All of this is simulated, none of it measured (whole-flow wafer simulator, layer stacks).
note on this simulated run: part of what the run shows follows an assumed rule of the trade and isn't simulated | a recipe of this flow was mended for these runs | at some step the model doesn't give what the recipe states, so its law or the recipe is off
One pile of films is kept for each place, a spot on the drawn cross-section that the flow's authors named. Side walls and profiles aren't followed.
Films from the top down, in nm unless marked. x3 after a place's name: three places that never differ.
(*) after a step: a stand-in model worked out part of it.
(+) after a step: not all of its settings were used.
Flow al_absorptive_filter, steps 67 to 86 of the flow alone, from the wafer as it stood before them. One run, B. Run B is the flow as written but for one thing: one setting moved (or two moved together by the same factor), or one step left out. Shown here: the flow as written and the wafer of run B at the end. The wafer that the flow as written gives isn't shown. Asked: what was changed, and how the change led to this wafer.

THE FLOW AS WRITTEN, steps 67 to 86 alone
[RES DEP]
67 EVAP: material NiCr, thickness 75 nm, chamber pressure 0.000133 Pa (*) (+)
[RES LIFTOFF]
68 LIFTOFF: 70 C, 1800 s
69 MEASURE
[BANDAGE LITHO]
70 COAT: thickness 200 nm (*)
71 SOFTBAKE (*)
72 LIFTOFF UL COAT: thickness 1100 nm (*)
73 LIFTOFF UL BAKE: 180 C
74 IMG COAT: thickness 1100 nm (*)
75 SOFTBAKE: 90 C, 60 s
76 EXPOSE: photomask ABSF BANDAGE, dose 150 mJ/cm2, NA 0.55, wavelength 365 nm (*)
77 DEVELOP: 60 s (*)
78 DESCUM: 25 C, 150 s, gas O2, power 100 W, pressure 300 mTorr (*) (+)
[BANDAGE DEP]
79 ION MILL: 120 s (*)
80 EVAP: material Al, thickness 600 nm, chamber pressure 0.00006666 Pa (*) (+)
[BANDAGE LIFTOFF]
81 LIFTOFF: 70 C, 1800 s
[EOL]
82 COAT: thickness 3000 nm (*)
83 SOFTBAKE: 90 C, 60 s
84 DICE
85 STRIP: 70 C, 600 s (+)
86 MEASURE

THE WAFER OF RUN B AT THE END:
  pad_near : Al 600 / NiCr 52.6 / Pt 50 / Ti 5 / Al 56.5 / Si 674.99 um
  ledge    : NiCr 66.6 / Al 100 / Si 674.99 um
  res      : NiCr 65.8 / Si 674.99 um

The cause: step 67, EVAP: thickness 66.56 nm was run, where the flow has thickness 75 nm.
It can be read off the wafer: ledge has NiCr 66.6, and step 67 as written asks for 75 nm.

How the change led to this, step by step:
  67 EVAP: material NiCr, thickness 75 nm, chamber pressure 0.000133 Pa (*) (+)
      gnd, pad_far, ledge and 9 more: NiCr +66.6 (new film) (as written it would be: NiCr +75 (new film))
      pad_near: NiCr +65.9 (new film) (as written it would be: NiCr +74.2 (new film))
      (and at 1 more place)
  68 LIFTOFF: 70 C, 1800 s
      xa_field, xl_land, idc_field: NiCr -66.6 (all of it), i-line-resist -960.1 (all of it), lift-off-underlayer -1100 (all of it), acrylic-e-beam-resist -200 (all of it) (as written it would be: NiCr -75 (all of it), i-line-resist -960.1 (all of it), lift-off-underlayer -1100 (all of it), acrylic-e-beam-resist -200 (all of it))
      gnd: NiCr -66.6 (all of it), i-line-resist -959.5 (all of it), lift-off-underlayer -1100.9 (all of it), acrylic-e-beam-resist -200.6 (all of it) (as written it would be: NiCr -75 (all of it), i-line-resist -959.5 (all of it), lift-off-underlayer -1100.9 (all of it), acrylic-e-beam-resist -200.6 (all of it))
      (and at 7 more places)
  83 SOFTBAKE: 90 C, 60 s
      ledge: i-line-resist -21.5 (as written it would be: i-line-resist -22.2)
      res: i-line-resist -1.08 (as written it would be: i-line-resist -1.75)
